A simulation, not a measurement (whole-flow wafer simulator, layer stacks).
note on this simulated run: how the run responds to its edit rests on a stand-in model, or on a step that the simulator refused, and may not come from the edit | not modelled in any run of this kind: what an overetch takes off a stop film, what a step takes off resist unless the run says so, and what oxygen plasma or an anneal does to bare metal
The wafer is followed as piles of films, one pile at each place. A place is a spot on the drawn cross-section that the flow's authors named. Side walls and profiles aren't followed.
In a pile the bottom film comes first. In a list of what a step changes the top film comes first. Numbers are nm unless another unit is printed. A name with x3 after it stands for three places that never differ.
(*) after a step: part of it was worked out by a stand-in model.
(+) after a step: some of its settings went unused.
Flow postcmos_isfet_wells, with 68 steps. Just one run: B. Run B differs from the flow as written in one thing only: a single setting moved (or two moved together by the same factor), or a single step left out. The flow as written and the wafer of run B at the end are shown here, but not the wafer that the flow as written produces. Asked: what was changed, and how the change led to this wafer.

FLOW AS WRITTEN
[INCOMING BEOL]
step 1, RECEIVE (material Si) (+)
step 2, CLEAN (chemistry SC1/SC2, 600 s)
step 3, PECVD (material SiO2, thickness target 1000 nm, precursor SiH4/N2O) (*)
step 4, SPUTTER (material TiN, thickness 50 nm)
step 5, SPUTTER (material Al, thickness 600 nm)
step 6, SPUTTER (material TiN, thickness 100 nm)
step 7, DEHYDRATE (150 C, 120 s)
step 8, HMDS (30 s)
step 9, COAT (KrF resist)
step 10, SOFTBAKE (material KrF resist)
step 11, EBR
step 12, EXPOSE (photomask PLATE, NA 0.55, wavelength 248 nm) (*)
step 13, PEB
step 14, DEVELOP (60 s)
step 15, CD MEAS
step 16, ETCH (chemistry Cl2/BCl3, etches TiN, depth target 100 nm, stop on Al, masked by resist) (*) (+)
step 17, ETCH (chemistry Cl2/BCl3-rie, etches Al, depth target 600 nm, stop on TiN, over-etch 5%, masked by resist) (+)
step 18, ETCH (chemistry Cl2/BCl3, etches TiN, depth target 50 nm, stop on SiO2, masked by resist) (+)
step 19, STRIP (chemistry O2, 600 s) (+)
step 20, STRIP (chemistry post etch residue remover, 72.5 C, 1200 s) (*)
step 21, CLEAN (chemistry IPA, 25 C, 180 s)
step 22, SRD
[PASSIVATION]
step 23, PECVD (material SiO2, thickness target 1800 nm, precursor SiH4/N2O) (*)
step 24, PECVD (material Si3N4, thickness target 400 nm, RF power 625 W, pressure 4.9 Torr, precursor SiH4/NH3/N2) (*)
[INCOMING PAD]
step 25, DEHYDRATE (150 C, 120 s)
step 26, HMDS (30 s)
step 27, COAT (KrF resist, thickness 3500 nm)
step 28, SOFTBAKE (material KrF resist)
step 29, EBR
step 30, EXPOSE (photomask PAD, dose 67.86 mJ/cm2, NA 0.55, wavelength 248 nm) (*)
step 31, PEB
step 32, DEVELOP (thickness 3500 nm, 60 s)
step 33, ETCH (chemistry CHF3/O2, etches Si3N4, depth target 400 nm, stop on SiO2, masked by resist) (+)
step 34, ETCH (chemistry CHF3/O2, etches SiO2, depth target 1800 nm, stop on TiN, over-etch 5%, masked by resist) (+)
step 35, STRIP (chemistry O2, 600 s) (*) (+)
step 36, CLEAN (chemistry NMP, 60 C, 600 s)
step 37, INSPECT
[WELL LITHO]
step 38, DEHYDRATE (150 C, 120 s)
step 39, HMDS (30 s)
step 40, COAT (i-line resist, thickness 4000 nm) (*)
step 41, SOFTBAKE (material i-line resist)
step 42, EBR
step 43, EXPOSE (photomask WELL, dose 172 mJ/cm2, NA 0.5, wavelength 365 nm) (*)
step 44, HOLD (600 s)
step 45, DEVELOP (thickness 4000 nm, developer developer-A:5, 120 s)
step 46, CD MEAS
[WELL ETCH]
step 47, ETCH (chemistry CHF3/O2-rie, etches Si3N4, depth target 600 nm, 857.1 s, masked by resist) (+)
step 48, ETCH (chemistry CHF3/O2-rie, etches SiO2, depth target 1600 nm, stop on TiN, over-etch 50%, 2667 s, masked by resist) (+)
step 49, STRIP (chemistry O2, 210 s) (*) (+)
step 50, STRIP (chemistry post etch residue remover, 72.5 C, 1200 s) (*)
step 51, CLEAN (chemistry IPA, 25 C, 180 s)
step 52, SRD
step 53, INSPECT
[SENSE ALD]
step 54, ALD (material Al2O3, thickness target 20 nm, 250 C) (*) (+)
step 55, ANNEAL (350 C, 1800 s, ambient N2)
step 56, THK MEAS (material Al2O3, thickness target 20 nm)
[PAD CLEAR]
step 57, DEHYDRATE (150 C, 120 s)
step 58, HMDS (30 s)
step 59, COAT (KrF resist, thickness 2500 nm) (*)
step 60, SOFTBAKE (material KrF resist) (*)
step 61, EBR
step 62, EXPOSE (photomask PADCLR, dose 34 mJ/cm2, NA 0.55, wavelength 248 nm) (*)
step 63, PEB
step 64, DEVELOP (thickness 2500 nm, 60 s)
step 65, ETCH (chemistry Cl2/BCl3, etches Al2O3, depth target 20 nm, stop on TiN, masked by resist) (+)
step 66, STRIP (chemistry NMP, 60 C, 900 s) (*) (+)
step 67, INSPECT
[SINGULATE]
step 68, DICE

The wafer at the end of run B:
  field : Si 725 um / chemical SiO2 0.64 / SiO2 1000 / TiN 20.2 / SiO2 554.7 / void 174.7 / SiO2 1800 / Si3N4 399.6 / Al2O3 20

The reason: step 17, ETCH: depth target 551 nm was run, while the flow as written has depth target 600 nm.

Step by step, how the change led to this:
  step 17, ETCH (chemistry Cl2/BCl3-rie, etches Al, depth target 600 nm, stop on TiN, over-etch 5%, masked by resist) (+)
      field: -551 Al (it would be, as written: -600 Al (all of it))
      margin, well900, well1300, well2000, well3000, pad_rim, pad_clr, pad_open: -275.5 KrF resist (it would be, as written: -300 KrF resist)
  step 18, ETCH (chemistry Cl2/BCl3, etches TiN, depth target 50 nm, stop on SiO2, masked by resist) (+)
      field: -49 Al (all of it), -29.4 TiN (it would be, as written: -50 TiN (all of it))
  step 19, STRIP (chemistry O2, 600 s) (+)
      margin, well900, well1300, well2000, well3000, pad_rim, pad_clr, pad_open: -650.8 KrF resist (all of it) (it would be, as written: -626.3 KrF resist (all of it))
  step 23, PECVD (material SiO2, thickness target 1800 nm, precursor SiH4/N2O) (*)
      field: +1800 SiO2 (new film), +174.7 void (new film), +554.7 SiO2 (new film) (it would be, as written: +1800 SiO2 (new film), +189.9 void (new film), +559.7 SiO2)
If metal films that touch count as one body, field has 1 body; the flow as written gives 0 bodies.
